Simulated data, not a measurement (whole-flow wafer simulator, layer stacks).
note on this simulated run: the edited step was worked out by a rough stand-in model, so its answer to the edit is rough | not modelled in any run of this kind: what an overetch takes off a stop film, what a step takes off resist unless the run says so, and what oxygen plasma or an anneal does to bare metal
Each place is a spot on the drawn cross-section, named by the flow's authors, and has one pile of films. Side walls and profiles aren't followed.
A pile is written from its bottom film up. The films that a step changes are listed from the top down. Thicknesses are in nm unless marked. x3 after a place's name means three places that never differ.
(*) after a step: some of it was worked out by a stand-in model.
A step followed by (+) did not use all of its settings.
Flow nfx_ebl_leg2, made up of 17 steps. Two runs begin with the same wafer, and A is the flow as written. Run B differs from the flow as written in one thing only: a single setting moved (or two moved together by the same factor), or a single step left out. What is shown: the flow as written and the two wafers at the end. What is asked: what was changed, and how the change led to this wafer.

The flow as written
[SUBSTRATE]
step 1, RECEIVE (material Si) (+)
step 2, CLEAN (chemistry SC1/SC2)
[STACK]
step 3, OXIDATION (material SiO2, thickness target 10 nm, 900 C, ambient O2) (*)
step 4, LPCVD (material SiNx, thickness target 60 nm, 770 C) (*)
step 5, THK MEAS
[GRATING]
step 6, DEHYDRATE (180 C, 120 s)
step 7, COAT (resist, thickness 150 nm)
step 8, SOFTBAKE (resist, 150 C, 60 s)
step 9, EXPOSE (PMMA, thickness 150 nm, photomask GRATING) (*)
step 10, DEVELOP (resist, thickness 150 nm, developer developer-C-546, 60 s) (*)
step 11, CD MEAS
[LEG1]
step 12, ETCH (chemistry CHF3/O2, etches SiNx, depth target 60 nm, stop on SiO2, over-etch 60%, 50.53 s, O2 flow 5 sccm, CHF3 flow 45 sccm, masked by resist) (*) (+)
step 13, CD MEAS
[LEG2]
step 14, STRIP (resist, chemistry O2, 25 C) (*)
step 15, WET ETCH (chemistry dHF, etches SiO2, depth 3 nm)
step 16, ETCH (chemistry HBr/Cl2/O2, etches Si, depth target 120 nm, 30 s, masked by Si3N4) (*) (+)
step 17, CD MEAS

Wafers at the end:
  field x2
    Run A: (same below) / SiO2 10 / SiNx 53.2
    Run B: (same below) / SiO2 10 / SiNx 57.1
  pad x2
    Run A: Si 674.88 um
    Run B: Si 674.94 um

Cause: step 16, ETCH: depth target 51 nm was run, whereas the flow has depth target 120 nm; step 16, ETCH: 12.8 s was run, where the flow has 30 s.

Step by step, how the change led to this:
  step 16, ETCH (chemistry HBr/Cl2/O2, etches Si, depth target 120 nm, 30 s, masked by Si3N4) (*) (+)
      field x2: A SiNx loses 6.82 | B SiNx loses 2.91
      pad x2: A Si loses 120 | B Si loses 51
